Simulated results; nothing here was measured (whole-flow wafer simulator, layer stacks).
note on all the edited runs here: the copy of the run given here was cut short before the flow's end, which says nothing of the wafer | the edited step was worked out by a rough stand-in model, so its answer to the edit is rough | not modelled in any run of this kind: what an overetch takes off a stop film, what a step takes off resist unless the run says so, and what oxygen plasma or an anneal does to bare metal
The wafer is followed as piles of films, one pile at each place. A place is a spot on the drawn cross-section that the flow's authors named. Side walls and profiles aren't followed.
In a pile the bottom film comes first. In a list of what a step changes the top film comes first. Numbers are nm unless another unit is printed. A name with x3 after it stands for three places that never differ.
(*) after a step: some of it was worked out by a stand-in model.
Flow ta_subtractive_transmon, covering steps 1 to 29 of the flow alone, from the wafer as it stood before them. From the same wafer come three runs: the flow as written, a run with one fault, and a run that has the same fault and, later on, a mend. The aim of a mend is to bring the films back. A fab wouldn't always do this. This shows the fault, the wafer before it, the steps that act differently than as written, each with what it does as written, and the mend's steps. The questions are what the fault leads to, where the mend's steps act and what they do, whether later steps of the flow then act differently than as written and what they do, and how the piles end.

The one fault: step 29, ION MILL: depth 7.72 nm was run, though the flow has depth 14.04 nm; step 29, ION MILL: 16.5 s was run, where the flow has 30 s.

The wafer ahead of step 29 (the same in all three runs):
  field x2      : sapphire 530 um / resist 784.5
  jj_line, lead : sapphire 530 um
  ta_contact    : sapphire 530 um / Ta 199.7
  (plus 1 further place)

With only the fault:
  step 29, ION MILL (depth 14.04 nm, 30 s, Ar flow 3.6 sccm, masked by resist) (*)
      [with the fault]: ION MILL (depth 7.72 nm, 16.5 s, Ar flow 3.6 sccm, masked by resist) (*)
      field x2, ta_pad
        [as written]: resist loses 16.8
        [with the fault]: resist loses 9.23
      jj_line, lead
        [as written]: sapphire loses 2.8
        [with the fault]: sapphire loses 1.54
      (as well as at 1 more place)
  None of the later steps of the flow acts differently than as written at any place that is followed.
  By the end, the piles at ta_contact depart from the flow's by more than 2% or 0.5 nm, whichever is larger.
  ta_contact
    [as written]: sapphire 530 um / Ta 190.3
    [with the fault]: sapphire 530 um / Ta 194.5

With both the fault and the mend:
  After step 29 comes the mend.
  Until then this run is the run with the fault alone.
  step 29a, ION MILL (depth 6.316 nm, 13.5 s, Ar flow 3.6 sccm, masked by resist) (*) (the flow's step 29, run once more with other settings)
      field x2, ta_pad
        resist loses 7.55
      jj_line, lead
        sapphire loses 1.26
      ta_contact
        Ta loses 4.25
  None of the later steps of the flow acts differently than as written at any place that is followed.
  At every place that both follow, the piles at the end match the flow's.
